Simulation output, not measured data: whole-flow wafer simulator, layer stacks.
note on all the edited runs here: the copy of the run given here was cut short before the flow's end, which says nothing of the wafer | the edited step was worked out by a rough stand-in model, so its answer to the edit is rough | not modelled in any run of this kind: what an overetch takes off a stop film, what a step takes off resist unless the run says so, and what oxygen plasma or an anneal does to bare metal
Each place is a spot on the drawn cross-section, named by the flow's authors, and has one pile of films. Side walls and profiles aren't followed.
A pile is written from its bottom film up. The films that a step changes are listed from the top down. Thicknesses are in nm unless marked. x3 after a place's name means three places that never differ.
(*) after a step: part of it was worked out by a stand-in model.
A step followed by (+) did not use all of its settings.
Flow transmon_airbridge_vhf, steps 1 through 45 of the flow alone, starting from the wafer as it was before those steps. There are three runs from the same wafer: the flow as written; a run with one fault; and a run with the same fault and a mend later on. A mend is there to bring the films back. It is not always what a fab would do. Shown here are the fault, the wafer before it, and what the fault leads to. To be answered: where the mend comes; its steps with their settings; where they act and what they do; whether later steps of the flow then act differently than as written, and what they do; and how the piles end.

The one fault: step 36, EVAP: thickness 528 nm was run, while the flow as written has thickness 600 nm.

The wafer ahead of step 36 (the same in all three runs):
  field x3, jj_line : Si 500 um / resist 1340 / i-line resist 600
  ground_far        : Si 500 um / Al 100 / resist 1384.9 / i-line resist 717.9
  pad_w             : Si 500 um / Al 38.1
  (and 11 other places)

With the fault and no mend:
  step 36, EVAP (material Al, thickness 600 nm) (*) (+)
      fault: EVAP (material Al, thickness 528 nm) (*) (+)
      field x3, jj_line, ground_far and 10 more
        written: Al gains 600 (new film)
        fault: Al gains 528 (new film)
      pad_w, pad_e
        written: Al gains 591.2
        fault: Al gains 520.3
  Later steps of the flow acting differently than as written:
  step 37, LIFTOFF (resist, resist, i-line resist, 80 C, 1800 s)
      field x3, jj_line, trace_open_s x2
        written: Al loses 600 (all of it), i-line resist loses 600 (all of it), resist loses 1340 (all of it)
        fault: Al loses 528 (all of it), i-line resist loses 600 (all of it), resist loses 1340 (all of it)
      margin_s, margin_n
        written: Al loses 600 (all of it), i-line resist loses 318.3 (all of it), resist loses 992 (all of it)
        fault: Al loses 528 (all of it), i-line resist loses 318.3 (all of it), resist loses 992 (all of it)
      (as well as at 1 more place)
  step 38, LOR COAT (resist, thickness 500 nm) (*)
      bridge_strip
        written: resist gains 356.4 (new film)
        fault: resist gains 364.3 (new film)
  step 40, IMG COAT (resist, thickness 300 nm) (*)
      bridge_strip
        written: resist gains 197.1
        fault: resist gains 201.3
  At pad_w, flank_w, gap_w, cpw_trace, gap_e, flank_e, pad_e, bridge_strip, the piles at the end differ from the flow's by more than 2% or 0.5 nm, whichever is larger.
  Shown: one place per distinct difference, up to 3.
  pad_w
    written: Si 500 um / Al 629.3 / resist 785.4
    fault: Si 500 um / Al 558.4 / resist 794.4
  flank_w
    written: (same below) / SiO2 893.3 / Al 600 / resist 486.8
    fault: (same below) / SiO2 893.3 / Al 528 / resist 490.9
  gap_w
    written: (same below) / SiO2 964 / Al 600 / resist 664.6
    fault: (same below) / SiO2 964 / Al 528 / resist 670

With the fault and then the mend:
  The mend stands after step 36.
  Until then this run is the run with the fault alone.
  step 36a, EVAP (material Al, thickness 72 nm) (*) (+) (the flow's step 36, run once more with other settings)
      field x3, jj_line, ground_far and 10 more
        Al gains 72
      pad_w, pad_e
        Al gains 71
  Every later step of the flow that is run acts as written, at every place that is followed, to within 2% or 0.5 nm, whichever is larger.
  The piles end only slightly different from the flow's at the places that both follow, by no more than 2% or 0.5 nm, whichever is larger.
